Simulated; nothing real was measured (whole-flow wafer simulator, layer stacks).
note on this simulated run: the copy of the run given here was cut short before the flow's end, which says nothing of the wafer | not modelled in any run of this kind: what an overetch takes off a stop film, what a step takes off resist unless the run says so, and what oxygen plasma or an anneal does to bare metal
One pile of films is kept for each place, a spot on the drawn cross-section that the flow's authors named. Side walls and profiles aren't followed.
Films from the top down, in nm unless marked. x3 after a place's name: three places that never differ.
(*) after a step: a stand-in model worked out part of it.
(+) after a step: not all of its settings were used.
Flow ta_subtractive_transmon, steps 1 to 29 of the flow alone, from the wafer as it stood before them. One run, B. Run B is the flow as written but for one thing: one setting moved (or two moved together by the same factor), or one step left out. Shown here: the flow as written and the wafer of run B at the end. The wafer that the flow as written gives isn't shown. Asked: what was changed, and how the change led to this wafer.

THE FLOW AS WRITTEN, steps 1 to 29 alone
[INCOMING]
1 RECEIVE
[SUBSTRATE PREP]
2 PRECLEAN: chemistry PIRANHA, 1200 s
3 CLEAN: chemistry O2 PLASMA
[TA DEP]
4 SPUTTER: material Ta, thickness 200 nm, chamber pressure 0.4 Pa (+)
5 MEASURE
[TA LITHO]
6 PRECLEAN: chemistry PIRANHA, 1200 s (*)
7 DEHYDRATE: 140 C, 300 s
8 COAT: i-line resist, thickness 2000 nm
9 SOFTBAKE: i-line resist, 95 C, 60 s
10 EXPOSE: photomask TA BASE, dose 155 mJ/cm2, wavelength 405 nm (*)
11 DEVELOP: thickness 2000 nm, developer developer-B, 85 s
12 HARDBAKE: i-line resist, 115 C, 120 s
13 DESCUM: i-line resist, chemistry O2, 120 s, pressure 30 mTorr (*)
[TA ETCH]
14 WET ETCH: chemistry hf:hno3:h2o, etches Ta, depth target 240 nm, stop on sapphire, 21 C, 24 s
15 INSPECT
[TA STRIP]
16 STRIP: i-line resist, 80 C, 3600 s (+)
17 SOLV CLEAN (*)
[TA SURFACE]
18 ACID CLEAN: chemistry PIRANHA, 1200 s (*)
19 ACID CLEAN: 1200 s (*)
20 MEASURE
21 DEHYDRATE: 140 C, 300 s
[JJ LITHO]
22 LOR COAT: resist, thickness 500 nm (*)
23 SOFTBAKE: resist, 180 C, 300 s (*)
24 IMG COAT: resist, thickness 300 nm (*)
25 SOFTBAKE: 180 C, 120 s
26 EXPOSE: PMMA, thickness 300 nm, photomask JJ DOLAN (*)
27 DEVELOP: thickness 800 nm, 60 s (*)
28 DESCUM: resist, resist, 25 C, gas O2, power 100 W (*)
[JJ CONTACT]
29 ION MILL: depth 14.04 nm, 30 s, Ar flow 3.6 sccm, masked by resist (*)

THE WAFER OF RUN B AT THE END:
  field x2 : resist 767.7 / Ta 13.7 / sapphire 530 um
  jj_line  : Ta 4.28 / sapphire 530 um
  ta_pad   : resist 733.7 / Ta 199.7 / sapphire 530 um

The cause: step 14, WET ETCH: depth target 186 nm was run, where the flow has depth target 240 nm; step 14, WET ETCH: 18.6 s was run, where the flow has 24 s.

How the change led to this, step by step:
  14 WET ETCH: chemistry hf:hno3:h2o, etches Ta, depth target 240 nm, stop on sapphire, 21 C, 24 s
      field x2, jj_line, lead: Ta -186 (as written it would be: Ta -200 (all of it))
  29 ION MILL: depth 14.04 nm, 30 s, Ar flow 3.6 sccm, masked by resist (*)
      jj_line, lead: Ta -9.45 (as written it would be: sapphire -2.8)
Counting metal films that touch as one body, field x2 has 1 body; the flow as written gives 0 bodies.
Counting metal films that touch as one body, jj_line has 1 body; the flow as written gives 0 bodies.
